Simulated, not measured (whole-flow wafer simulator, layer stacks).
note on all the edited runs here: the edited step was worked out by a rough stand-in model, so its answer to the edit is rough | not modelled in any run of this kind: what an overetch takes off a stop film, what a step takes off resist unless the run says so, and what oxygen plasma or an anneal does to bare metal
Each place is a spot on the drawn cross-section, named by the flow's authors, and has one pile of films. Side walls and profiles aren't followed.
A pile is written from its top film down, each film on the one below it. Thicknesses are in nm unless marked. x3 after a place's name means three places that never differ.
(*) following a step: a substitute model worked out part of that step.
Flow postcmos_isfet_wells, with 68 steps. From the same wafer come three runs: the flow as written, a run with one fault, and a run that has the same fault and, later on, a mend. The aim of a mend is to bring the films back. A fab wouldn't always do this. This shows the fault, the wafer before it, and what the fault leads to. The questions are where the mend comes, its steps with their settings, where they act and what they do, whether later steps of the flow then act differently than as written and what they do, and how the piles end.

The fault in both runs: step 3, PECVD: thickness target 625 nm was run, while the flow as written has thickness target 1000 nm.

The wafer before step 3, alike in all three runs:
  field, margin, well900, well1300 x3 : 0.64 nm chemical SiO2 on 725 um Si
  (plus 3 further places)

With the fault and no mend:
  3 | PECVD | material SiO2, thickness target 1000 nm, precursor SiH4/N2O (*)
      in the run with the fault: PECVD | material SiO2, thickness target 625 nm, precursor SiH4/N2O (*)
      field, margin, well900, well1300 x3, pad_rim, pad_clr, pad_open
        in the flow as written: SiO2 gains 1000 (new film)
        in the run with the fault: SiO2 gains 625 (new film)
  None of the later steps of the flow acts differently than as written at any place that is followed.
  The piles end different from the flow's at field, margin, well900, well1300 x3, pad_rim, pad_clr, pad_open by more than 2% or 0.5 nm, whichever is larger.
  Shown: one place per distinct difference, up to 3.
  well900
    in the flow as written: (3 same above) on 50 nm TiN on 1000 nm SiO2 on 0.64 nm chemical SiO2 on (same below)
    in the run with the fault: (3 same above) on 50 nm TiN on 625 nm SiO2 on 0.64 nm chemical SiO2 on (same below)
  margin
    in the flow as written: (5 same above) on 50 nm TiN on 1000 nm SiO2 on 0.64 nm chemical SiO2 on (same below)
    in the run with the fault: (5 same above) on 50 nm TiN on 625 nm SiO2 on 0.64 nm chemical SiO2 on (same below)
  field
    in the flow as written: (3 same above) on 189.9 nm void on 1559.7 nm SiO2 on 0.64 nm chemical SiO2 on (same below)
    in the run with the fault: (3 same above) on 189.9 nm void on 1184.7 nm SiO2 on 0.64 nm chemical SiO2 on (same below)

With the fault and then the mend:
  The mend follows step 3.
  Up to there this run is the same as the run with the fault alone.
  3a | PECVD | material SiO2, thickness target 375 nm, precursor SiH4/N2O (*) (the flow's step 3 again, with other settings)
      field, margin, well900, well1300 x3, pad_rim, pad_clr, pad_open
        SiO2 gains 375
  None of the later steps of the flow acts differently than as written at any place that is followed.
  At every place that both follow, the piles at the end match the flow's.
